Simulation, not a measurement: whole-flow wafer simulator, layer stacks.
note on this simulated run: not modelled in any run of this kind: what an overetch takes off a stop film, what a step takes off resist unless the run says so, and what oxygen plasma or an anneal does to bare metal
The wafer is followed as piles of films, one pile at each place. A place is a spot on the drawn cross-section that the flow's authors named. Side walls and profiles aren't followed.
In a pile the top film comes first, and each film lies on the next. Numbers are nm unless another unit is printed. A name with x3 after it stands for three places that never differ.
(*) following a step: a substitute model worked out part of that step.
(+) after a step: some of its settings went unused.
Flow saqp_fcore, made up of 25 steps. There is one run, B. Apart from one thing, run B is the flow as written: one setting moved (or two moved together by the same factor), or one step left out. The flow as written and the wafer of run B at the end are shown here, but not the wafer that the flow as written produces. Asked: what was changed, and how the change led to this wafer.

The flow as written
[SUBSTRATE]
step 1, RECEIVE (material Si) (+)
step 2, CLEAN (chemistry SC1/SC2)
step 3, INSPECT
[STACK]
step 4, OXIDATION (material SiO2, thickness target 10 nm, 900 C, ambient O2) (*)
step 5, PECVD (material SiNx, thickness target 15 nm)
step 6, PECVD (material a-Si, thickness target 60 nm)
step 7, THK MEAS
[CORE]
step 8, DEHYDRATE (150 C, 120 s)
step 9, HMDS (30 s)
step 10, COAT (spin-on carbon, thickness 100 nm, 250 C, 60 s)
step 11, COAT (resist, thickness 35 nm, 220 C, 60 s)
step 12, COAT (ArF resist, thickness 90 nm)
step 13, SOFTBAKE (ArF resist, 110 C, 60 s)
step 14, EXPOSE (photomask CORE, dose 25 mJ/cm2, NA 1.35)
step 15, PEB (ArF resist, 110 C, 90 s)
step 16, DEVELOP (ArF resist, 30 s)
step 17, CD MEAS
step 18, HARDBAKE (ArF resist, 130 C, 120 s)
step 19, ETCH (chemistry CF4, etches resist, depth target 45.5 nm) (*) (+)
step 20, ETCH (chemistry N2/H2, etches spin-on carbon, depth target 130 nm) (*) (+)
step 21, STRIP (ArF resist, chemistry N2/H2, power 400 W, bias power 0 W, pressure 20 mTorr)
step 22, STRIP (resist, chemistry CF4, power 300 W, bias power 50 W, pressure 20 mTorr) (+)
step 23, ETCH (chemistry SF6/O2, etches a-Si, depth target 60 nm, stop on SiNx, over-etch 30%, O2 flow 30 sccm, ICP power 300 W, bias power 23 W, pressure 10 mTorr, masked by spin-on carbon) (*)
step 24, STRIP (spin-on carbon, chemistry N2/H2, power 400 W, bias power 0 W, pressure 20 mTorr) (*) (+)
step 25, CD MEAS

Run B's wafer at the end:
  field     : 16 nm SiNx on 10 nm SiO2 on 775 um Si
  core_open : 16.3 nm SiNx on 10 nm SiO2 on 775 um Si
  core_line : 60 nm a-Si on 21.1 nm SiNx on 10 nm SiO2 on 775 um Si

What caused this: step 5, PECVD: thickness target 21.1 nm was run, though the flow has thickness target 15 nm.
One can read it off the wafer: core_line has SiNx 21.1, and step 5 as written asks for 15 nm.

The path from the change to this, step by step:
  step 5, PECVD (material SiNx, thickness target 15 nm)
      field, core_open, core_line: +21.1 SiNx (new film) (in the flow as written it would be: +15 SiNx (new film))
